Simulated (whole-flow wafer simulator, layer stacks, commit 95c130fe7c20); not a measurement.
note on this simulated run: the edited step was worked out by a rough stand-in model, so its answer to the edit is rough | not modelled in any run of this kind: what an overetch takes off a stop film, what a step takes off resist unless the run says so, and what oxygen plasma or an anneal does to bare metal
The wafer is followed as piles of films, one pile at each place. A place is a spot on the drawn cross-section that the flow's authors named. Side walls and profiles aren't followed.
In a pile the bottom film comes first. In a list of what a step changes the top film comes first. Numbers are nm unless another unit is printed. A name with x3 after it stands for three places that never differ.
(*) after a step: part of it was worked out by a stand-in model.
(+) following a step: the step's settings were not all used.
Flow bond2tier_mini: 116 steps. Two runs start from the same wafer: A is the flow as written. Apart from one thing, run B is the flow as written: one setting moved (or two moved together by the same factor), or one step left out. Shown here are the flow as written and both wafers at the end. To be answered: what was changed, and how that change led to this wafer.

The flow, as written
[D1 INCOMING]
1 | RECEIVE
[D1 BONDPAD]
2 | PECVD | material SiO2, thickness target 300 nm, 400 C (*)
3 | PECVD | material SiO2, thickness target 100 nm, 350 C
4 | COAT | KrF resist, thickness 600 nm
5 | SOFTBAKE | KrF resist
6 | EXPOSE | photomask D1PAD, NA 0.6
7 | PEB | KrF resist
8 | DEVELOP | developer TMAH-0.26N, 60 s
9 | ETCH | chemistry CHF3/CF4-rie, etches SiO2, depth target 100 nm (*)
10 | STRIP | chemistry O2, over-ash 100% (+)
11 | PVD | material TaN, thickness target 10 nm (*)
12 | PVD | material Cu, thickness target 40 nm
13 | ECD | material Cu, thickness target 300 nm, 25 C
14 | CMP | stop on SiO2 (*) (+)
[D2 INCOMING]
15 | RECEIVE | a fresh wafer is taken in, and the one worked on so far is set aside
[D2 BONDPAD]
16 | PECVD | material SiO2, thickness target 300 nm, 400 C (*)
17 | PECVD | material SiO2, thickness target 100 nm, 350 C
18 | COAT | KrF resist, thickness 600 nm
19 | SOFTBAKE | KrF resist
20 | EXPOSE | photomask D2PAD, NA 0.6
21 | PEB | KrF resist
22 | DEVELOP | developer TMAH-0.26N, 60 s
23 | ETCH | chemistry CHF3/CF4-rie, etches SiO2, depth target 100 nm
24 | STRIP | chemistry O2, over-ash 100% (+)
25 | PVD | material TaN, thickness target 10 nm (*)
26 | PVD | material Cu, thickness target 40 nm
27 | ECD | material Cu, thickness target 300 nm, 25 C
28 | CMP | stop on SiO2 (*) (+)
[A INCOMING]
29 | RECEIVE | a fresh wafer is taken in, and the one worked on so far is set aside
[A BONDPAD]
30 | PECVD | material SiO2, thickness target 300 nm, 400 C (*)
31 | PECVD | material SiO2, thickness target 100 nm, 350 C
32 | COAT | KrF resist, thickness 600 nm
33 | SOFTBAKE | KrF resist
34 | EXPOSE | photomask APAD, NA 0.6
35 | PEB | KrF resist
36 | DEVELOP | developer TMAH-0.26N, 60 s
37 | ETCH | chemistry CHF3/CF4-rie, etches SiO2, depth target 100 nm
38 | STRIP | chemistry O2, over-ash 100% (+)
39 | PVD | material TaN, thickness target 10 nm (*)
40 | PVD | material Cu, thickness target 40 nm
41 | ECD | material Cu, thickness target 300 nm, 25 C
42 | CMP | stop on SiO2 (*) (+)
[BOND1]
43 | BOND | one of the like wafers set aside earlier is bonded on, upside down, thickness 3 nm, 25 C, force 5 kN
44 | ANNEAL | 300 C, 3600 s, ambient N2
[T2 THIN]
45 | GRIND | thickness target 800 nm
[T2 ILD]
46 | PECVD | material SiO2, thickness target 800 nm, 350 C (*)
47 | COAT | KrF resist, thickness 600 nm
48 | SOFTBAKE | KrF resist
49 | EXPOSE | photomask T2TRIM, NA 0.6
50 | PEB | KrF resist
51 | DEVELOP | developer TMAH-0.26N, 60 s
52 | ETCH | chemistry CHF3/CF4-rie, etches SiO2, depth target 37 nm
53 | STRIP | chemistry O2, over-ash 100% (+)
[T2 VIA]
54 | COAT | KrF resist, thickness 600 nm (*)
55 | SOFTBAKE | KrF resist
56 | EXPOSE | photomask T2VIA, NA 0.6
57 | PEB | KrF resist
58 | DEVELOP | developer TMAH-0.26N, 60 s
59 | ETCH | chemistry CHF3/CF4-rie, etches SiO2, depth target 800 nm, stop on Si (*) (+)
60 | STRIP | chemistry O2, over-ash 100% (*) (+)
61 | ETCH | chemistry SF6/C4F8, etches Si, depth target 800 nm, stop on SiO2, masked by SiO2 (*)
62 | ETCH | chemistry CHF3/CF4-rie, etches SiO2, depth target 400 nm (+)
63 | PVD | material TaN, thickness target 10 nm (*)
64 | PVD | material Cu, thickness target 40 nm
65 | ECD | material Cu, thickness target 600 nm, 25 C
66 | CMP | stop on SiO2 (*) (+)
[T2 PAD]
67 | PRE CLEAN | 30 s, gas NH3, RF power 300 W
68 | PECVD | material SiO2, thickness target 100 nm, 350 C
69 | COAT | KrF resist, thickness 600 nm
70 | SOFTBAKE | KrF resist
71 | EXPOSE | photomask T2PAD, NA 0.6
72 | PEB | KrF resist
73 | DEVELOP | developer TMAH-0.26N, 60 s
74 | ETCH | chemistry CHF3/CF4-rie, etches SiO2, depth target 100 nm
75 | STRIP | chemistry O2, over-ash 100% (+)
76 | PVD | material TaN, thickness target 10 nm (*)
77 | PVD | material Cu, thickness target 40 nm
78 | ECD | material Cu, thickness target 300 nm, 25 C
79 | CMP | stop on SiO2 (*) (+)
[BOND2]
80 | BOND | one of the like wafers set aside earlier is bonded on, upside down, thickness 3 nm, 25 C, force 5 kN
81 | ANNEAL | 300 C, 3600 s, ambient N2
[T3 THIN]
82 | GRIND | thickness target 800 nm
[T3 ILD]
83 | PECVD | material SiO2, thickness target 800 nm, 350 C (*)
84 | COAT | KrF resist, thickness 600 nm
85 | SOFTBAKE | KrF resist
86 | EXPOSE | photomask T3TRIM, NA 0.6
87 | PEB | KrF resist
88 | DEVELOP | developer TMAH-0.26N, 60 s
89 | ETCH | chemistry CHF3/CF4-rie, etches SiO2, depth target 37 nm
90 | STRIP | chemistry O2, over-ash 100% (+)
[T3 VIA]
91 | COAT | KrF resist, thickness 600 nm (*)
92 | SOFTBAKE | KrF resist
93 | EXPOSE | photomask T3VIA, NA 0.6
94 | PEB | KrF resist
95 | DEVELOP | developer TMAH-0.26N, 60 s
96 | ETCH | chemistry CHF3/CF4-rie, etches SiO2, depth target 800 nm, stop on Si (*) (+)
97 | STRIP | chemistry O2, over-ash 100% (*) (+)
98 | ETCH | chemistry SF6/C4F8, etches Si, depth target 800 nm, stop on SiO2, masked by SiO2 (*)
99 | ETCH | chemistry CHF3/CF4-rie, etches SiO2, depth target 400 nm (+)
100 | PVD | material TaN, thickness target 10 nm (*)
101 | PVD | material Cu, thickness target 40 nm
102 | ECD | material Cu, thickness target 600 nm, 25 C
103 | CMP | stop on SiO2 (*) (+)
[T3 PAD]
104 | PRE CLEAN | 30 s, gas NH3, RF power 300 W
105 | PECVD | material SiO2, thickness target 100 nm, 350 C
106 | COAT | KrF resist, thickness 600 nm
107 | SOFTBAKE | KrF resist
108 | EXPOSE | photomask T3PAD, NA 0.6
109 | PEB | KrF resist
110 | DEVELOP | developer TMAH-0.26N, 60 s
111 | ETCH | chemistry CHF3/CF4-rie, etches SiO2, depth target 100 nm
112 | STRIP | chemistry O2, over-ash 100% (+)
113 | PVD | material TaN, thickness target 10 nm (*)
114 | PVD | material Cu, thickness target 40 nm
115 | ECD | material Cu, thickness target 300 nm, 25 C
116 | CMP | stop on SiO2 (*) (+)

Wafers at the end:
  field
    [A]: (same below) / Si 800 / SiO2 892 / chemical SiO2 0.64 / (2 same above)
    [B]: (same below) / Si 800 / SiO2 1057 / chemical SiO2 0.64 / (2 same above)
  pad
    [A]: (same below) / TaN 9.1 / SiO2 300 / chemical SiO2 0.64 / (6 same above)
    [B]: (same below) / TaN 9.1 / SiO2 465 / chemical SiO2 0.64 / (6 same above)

The reason: step 16, PECVD: thickness target 465 nm was run, while the flow as written has thickness target 300 nm.
The wafer lets one read it off: pad has SiO2 465, and step 16 as written asks for 300 nm.

Step by step, how the change led to this:
  16 | PECVD | material SiO2, thickness target 300 nm, 400 C (*)
      field, pad, via: A SiO2 gains 300 (new film) | B SiO2 gains 465 (new film)
  80 | BOND | one of the like wafers set aside earlier is bonded on, upside down, thickness 3 nm, 25 C, force 5 kN
      field: A Si gains 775 um (new film), chemical SiO2 gains 0.64 (new film), SiO2 gains 400 | B Si gains 775 um (new film), chemical SiO2 gains 0.64 (new film), SiO2 gains 565
      pad: A Si gains 775 um (new film), chemical SiO2 gains 0.64 (new film), SiO2 gains 300 (new film), TaN gains 9.1 (new film), Cu gains 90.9 | B Si gains 775 um (new film), chemical SiO2 gains 0.64 (new film), SiO2 gains 465 (new film), TaN gains 9.1 (new film), Cu gains 90.9
